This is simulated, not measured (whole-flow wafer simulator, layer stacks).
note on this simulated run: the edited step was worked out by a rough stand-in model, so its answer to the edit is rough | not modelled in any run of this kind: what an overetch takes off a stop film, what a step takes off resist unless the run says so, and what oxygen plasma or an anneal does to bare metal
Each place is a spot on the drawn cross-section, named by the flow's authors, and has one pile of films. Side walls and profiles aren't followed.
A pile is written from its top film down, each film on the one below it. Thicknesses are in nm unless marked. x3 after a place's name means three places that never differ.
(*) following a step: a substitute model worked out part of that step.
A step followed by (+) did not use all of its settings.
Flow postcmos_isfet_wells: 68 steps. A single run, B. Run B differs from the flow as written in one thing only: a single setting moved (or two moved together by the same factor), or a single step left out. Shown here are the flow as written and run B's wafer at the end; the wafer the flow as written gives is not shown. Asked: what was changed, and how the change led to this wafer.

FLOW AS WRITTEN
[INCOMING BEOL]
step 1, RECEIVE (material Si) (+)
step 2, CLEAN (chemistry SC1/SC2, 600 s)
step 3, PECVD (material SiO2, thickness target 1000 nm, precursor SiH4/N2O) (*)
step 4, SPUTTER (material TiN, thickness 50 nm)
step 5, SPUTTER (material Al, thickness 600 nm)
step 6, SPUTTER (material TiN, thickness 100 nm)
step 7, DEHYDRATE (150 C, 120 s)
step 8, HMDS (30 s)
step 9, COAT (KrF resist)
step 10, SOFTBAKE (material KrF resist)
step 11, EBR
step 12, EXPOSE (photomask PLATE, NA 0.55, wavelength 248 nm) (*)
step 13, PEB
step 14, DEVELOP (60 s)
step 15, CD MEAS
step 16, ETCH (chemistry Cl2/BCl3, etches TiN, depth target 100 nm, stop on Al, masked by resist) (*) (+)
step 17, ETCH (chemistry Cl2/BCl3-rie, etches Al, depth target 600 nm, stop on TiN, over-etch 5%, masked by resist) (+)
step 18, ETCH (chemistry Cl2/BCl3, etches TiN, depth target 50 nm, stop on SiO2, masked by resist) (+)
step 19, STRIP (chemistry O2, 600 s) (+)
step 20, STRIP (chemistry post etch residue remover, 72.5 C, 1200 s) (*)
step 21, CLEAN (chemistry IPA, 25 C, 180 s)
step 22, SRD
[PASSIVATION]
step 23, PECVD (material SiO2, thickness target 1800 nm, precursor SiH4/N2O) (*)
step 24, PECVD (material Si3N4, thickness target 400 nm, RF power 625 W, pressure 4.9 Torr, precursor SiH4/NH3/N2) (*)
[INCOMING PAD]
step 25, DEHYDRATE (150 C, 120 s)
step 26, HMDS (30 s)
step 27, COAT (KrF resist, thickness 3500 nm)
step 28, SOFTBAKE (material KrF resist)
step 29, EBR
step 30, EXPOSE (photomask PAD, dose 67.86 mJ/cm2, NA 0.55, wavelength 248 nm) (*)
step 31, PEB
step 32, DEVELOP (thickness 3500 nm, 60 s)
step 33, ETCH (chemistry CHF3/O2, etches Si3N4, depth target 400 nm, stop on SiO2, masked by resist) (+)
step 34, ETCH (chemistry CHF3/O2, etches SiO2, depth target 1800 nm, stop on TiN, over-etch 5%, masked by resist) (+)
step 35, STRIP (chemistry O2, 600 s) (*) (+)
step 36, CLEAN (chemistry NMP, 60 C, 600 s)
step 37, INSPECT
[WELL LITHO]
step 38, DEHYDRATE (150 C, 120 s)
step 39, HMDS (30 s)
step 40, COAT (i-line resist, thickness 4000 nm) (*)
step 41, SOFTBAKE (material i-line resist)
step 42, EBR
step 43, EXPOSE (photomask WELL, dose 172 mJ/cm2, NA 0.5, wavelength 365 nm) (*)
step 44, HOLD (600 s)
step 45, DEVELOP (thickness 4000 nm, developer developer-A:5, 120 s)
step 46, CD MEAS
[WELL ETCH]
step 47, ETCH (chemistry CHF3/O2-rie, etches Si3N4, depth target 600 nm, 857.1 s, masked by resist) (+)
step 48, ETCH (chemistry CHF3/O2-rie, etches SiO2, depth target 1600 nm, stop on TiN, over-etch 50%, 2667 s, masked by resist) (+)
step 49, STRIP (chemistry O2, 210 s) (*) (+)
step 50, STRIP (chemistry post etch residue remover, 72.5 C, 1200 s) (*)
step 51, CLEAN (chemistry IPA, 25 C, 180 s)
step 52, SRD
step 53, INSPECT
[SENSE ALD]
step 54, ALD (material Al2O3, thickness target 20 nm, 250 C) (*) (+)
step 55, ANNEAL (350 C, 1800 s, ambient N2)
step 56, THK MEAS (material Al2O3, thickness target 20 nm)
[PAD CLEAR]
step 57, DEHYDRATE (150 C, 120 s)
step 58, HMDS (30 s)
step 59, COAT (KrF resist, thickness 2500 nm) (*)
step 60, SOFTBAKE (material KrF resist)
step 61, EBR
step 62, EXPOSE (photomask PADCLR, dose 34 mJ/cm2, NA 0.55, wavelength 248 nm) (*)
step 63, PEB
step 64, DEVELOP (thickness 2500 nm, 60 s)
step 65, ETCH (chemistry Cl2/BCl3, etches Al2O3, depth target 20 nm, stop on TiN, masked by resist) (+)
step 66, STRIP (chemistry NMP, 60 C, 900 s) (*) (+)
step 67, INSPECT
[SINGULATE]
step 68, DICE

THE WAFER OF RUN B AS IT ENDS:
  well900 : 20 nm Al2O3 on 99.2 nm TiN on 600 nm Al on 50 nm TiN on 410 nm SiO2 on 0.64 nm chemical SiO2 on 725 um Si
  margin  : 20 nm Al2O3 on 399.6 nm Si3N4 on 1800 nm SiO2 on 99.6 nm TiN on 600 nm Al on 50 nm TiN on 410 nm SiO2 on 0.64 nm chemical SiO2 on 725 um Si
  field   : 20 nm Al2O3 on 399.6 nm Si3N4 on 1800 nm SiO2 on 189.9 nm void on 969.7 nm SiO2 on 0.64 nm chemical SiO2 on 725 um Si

Cause: step 3, PECVD: thickness target 410 nm was run, while the flow as written has thickness target 1000 nm.
The wafer itself shows it: well900 has SiO2 410, and step 3 as written asks for 1000 nm.

The path from the change to this, step by step:
  step 3, PECVD (material SiO2, thickness target 1000 nm, precursor SiH4/N2O) (*)
      field, margin, well900, well1300 x3, pad_rim, pad_clr, pad_open: +410 SiO2 (new film) (in the flow as written it would be: +1000 SiO2 (new film))
